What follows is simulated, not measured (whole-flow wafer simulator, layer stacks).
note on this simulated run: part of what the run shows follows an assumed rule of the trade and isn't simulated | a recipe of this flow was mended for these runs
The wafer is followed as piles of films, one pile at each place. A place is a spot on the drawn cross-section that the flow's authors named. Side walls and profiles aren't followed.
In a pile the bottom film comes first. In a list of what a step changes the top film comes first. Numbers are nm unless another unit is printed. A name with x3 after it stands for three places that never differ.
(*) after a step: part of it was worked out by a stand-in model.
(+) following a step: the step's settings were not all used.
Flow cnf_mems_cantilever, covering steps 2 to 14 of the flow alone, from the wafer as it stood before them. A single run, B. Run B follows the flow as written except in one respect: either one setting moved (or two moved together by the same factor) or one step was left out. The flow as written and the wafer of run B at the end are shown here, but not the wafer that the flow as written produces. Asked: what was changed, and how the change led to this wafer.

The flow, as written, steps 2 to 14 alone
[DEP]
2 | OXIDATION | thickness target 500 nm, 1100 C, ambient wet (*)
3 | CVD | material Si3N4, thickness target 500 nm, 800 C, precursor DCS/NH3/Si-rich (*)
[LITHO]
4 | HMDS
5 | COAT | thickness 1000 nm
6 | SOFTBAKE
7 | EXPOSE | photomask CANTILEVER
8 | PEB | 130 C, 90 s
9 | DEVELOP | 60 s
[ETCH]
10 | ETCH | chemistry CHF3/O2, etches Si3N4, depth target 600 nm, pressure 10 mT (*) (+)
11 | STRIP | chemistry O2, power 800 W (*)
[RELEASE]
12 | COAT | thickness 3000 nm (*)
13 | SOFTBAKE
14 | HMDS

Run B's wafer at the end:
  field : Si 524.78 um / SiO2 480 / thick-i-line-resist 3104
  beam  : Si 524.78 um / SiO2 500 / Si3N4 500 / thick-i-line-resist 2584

Cause: step 10, ETCH: depth target 540 nm was run, though the flow has depth target 600 nm.

How this came from the change, step by step:
  10 | ETCH | chemistry CHF3/O2, etches Si3N4, depth target 600 nm, pressure 10 mT (*) (+)
      field: Si3N4 loses 500 (all of it), SiO2 loses 20 (as written it would have been: Si3N4 loses 500 (all of it), SiO2 loses 50)
      beam: KrF-resist loses 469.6 (as written it would have been: KrF-resist loses 521.7)
  11 | STRIP | chemistry O2, power 800 W (*)
      beam: KrF-resist loses 513.1 (all of it) (as written it would have been: KrF-resist loses 460.9 (all of it))
  13 | SOFTBAKE
      field: thick-i-line-resist gains 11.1 (as written it would have been: thick-i-line-resist gains 11.9)
      beam: thick-i-line-resist loses 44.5 (as written it would have been: thick-i-line-resist loses 47.6)
